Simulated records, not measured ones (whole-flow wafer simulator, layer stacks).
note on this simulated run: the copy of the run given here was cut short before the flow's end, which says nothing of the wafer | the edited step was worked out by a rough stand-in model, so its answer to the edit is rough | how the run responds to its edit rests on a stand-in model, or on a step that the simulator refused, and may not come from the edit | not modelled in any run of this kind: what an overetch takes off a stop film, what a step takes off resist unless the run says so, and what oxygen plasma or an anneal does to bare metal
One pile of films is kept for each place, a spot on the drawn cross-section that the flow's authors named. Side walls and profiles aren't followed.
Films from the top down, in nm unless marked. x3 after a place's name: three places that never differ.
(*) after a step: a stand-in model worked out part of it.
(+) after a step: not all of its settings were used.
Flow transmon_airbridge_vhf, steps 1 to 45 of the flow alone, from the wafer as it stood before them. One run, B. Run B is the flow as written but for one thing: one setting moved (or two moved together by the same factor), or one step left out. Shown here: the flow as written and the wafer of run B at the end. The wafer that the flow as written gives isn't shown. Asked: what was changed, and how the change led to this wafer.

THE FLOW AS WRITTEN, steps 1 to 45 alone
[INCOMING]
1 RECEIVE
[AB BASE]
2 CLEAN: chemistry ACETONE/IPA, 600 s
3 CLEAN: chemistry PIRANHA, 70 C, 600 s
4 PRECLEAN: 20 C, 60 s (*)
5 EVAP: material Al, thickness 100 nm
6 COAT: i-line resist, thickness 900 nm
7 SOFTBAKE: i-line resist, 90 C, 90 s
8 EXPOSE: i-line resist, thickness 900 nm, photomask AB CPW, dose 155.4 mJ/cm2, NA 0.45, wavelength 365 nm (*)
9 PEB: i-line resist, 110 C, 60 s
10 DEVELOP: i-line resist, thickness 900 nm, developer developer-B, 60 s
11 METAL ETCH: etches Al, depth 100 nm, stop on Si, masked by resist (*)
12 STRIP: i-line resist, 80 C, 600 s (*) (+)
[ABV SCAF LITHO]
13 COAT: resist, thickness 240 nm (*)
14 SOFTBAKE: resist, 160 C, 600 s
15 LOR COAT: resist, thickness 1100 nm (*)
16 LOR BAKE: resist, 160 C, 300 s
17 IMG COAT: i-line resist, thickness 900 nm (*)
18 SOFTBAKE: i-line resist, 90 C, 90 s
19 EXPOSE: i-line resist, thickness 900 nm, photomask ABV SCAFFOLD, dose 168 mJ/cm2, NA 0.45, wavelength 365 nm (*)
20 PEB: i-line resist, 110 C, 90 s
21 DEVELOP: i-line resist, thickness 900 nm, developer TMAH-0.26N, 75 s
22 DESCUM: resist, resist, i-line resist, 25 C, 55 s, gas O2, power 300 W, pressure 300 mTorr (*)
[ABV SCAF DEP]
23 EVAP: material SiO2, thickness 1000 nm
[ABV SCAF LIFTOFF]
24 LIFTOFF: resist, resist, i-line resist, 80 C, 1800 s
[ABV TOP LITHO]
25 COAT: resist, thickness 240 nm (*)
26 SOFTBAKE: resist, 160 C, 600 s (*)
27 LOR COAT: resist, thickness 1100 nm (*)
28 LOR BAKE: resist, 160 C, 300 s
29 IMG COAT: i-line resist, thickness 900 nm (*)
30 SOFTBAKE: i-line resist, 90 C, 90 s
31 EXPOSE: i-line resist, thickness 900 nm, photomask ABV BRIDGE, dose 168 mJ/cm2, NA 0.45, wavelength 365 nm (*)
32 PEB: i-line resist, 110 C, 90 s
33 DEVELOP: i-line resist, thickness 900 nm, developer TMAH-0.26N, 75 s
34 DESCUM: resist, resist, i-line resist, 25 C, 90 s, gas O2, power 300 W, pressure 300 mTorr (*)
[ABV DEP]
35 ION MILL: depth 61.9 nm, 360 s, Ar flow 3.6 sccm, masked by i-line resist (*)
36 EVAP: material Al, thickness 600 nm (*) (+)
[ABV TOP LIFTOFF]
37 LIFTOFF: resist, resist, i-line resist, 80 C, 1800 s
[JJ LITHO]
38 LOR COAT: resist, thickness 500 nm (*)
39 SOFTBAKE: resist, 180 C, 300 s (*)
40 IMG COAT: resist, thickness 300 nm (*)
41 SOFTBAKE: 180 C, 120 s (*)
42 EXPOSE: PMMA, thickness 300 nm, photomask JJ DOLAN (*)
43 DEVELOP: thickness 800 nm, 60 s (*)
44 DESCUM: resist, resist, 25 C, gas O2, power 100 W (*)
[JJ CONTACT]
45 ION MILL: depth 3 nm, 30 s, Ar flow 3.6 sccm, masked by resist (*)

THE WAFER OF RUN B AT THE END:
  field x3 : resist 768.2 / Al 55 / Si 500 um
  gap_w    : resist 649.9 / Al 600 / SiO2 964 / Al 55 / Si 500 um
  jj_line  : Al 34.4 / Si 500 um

The cause: step 11, METAL ETCH: depth 45 nm was run, where the flow has depth 100 nm.

How the change led to this, step by step:
  11 METAL ETCH: etches Al, depth 100 nm, stop on Si, masked by resist (*)
      field x3, jj_line, gap_w, gap_e: Al -45 (as written it would be: Al -100 (all of it))
      ground_far, pad_w, flank_w and 8 more: i-line resist -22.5 (as written it would be: i-line resist -50)
  12 STRIP: i-line resist, 80 C, 600 s (*) (+)
      ground_far, pad_w, flank_w and 8 more: i-line resist -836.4 (all of it) (as written it would be: i-line resist -808.9 (all of it))
  13 COAT: resist, thickness 240 nm (*)
      flank_w, flank_e: resist +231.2 (new film) (as written it would be: resist +222.3 (new film))
      gap_w, gap_e: resist +245.7 (new film) (as written it would be: resist +251.7 (new film))
  22 DESCUM: resist, resist, i-line resist, 25 C, 55 s, gas O2, power 300 W, pressure 300 mTorr (*)
      flank_w, flank_e: resist -231.2 (all of it) (as written it would be: resist -222.3 (all of it))
      gap_w, gap_e: resist -245.7 (all of it) (as written it would be: resist -251.7 (all of it))
  25 COAT: resist, thickness 240 nm (*)
      flank_w, flank_e: resist +159.4 (new film) (as written it would be: resist +152.6 (new film))
      gap_w, gap_e: resist +204.7 (new film) (as written it would be: resist +210.7 (new film))
  29 IMG COAT: i-line resist, thickness 900 nm (*)
      gap_w, gap_e: i-line resist +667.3 (new film) (as written it would be: i-line resist +681.7 (new film))
  32 PEB: i-line resist, 110 C, 90 s
      gap_w, gap_e: i-line resist -34 (as written it would be: i-line resist -34.7)
  33 DEVELOP: i-line resist, thickness 900 nm, developer TMAH-0.26N, 75 s
      gap_w, gap_e: i-line resist -633.3 (all of it), resist -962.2 (as written it would be: i-line resist -646.9 (all of it), resist -977.8)
  34 DESCUM: resist, resist, i-line resist, 25 C, 90 s, gas O2, power 300 W, pressure 300 mTorr (*)
      flank_w, flank_e: resist -159.4 (all of it) (as written it would be: resist -152.6 (all of it))
      gap_w, gap_e: resist -204.7 (all of it) (as written it would be: resist -210.7 (all of it))
  38 LOR COAT: resist, thickness 500 nm (*)
      gap_w, gap_e: resist +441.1 (new film) (as written it would be: resist +450.7 (new film))
  40 IMG COAT: resist, thickness 300 nm (*)
      flank_w, flank_e: resist +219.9 (as written it would be: resist +212.1)
      gap_w, gap_e: resist +240.6 (as written it would be: resist +245.7)
  45 ION MILL: depth 3 nm, 30 s, Ar flow 3.6 sccm, masked by resist (*)
      jj_line: Al -20.6 (as written it would be: Si -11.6)
Counting metal films that touch as one body, field x3 has 1 body; the flow as written gives 0 bodies.
Counting metal films that touch as one body, gap_w has 2 bodies (between them, from the top down: SiO2 964); the flow as written gives 1 body.
Counting metal films that touch as one body, jj_line has 1 body; the flow as written gives 0 bodies.
